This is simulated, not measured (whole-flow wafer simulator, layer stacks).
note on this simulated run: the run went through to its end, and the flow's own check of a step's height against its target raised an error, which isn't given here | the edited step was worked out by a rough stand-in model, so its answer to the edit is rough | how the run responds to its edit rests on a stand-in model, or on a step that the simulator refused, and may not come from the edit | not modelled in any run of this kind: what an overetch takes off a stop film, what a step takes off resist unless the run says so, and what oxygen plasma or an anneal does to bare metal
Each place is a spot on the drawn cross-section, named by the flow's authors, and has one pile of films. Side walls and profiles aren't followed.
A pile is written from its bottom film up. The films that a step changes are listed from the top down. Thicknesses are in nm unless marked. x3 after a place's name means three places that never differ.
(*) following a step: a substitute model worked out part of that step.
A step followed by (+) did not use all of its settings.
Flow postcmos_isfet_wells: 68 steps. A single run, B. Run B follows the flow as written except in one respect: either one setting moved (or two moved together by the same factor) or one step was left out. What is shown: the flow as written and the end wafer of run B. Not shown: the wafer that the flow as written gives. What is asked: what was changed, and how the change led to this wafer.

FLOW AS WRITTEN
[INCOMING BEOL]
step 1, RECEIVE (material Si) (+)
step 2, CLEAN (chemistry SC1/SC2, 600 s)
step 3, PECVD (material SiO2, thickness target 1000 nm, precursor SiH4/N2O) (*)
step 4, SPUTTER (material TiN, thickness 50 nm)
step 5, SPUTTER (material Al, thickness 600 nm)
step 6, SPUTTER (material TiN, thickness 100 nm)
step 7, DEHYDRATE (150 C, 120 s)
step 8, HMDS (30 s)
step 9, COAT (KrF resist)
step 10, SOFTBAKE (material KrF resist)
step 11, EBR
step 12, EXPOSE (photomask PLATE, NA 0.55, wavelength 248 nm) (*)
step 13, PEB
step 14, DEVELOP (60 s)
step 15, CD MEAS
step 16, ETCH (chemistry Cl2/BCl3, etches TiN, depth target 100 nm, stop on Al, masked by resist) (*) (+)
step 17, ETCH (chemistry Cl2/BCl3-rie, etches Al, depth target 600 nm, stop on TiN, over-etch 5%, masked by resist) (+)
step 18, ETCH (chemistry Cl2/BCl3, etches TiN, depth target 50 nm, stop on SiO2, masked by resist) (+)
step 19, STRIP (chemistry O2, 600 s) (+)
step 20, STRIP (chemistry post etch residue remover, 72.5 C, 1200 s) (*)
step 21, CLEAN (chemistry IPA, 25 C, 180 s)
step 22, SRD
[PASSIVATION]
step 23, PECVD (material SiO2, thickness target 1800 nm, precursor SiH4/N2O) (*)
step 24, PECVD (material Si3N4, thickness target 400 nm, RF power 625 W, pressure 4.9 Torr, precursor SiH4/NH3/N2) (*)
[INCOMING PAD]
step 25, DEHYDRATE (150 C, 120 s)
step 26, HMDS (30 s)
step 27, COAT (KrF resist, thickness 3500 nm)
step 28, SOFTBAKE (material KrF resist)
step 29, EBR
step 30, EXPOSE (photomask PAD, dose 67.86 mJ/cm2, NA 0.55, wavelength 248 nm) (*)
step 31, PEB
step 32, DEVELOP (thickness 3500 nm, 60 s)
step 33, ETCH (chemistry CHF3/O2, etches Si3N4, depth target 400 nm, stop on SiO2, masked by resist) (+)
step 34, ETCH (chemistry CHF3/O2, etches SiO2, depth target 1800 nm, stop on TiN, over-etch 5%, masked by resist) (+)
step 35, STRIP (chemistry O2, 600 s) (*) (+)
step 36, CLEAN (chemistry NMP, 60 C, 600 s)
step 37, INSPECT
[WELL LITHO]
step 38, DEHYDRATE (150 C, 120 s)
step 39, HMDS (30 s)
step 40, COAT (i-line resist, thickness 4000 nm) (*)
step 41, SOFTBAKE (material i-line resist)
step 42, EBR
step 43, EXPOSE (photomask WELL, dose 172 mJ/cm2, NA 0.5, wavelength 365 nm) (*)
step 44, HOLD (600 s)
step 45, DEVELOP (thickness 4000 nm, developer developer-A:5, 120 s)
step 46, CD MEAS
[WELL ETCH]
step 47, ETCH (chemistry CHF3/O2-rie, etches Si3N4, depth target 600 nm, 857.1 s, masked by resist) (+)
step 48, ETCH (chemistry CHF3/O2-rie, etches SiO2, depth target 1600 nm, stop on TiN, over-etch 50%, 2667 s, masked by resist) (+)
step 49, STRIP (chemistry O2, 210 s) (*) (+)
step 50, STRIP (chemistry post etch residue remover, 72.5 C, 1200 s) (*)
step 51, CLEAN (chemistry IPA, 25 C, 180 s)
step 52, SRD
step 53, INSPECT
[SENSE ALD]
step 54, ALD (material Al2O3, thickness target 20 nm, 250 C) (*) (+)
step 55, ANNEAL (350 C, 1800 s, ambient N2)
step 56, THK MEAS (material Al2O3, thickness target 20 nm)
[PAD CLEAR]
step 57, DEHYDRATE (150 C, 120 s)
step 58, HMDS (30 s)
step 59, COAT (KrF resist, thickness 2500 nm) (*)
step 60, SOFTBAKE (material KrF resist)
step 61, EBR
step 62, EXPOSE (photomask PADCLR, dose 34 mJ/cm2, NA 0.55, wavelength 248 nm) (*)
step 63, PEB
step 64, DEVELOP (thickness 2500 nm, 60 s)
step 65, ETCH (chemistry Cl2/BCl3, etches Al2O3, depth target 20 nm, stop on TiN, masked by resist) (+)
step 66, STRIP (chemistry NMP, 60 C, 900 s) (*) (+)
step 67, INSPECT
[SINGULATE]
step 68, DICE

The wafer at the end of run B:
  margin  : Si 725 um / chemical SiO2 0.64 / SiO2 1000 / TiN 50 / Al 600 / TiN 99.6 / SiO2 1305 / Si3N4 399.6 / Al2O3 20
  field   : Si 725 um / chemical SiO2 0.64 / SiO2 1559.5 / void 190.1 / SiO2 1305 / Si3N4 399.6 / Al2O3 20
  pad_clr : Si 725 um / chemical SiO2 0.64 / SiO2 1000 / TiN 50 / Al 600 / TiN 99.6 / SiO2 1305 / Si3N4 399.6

Cause: step 23, PECVD: thickness target 1305 nm was run, whereas the flow has thickness target 1800 nm.
One can read it off the wafer: margin has SiO2 1305, and step 23 as written asks for 1800 nm.

The path from the change to this, step by step:
  step 23, PECVD (material SiO2, thickness target 1800 nm, precursor SiH4/N2O) (*)
      margin, well900, well1300 x3, pad_rim, pad_clr, pad_open: +1305 SiO2 (new film) (as written it would have been: +1800 SiO2 (new film))
      field: +1305 SiO2 (new film), +190.1 void (new film), +559.5 SiO2 (as written it would have been: +1800 SiO2 (new film), +189.9 void (new film), +559.7 SiO2)
  step 34, ETCH (chemistry CHF3/O2, etches SiO2, depth target 1800 nm, stop on TiN, over-etch 5%, masked by resist) (+)
      field, margin, well900, well1300 x3, pad_rim, pad_clr: -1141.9 KrF resist (as written it would have been: -1500 KrF resist)
      pad_open: -1305 SiO2 (all of it) (as written it would have been: -1800 SiO2 (all of it))
  step 35, STRIP (chemistry O2, 600 s) (*) (+)
      field, margin, well900, well1300 x3, pad_rim, pad_clr: -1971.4 KrF resist (all of it) (as written it would have been: -1613.3 KrF resist (all of it))
  step 40, COAT (i-line resist, thickness 4000 nm) (*)
      pad_clr: +3413.4 i-line resist (new film) (as written it would have been: +3256.8 i-line resist (new film))
      pad_open: +4626.3 i-line resist (new film) (as written it would have been: +4804.7 i-line resist (new film))
  step 41, SOFTBAKE (material i-line resist)
      pad_clr: -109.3 i-line resist (as written it would have been: -156.7 i-line resist)
      pad_open: +92.5 i-line resist (as written it would have been: +115.3 i-line resist)
  step 48, ETCH (chemistry CHF3/O2-rie, etches SiO2, depth target 1600 nm, stop on TiN, over-etch 50%, 2667 s, masked by resist) (+)
      well900, well1300 x3: -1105 SiO2 (all of it) (as written it would have been: -1600 SiO2 (all of it))
  step 49, STRIP (chemistry O2, 210 s) (*) (+)
      pad_clr: -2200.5 i-line resist (all of it) (as written it would have been: -1996.5 i-line resist (all of it))
      pad_open: -3615.2 i-line resist (all of it) (as written it would have been: -3816.3 i-line resist (all of it))
  step 59, COAT (KrF resist, thickness 2500 nm) (*)
      field: +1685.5 KrF resist (new film) (as written it would have been: +1449 KrF resist (new film))
      margin: +1685.4 KrF resist (new film) (as written it would have been: +1448.9 KrF resist (new film))
      (also at 3 further places)
  step 60, SOFTBAKE (material KrF resist)
      pad_clr: -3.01 KrF resist (as written it would have been: -3.77 KrF resist)
  step 63, PEB
      field, margin: -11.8 KrF resist (as written it would have been: -10.1 KrF resist)
      pad_rim: -14.7 KrF resist (as written it would have been: -13.9 KrF resist)
      (also at 2 further places)
  step 64, DEVELOP (thickness 2500 nm, 60 s)
      pad_clr: -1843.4 KrF resist (all of it) (as written it would have been: -1676 KrF resist (all of it))
      pad_open: -2921.1 KrF resist (all of it) (as written it would have been: -3045.1 KrF resist (all of it))
  step 66, STRIP (chemistry NMP, 60 C, 900 s) (*) (+)
      field, margin: -1634.9 KrF resist (all of it) (as written it would have been: -1400.1 KrF resist (all of it))
      pad_rim: -2035.7 KrF resist (all of it) (as written it would have been: -1923.7 KrF resist (all of it))
